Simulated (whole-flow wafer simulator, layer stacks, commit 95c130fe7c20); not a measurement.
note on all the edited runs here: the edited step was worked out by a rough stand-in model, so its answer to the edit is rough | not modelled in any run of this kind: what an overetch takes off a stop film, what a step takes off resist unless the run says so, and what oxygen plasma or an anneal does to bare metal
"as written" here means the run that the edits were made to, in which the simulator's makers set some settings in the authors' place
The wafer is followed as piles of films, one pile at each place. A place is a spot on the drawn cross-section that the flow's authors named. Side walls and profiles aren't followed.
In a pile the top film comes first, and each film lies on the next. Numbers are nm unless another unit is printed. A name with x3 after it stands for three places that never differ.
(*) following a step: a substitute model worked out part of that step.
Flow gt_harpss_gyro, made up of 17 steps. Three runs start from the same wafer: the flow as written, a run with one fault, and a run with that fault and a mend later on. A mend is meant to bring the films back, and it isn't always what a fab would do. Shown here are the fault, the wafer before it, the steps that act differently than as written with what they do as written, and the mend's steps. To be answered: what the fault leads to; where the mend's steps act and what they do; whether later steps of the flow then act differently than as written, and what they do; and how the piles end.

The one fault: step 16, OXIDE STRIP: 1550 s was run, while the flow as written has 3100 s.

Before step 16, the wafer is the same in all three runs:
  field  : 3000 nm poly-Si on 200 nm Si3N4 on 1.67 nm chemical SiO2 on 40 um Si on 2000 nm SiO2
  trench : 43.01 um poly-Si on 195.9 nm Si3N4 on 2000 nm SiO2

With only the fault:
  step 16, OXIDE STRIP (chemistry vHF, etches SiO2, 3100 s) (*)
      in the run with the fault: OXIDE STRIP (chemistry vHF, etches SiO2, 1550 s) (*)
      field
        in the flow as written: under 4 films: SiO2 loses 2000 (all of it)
        in the run with the fault: under 4 films: SiO2 loses 1201.5
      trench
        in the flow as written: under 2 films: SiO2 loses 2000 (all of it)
        in the run with the fault: under 2 films: SiO2 loses 1201.5
  None of the later steps of the flow acts differently than as written at any place that is followed.
  By the end, the piles at field, trench depart from the flow's by more than 2% or 0.5 nm, whichever is larger.
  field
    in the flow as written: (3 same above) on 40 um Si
    in the run with the fault: (3 same above) on 40 um Si on 798.5 nm SiO2
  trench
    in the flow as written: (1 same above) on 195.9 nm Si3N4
    in the run with the fault: (1 same above) on 195.9 nm Si3N4 on 798.5 nm SiO2

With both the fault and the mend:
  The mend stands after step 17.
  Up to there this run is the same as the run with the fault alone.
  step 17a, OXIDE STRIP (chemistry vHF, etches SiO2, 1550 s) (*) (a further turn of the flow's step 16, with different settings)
      field
        under 4 films: SiO2 loses 798.5 (all of it)
      trench
        under 2 films: SiO2 loses 798.5 (all of it)
  None of the later steps of the flow acts differently than as written at any place that is followed.
  The piles end the same as the flow's at every place that both follow.
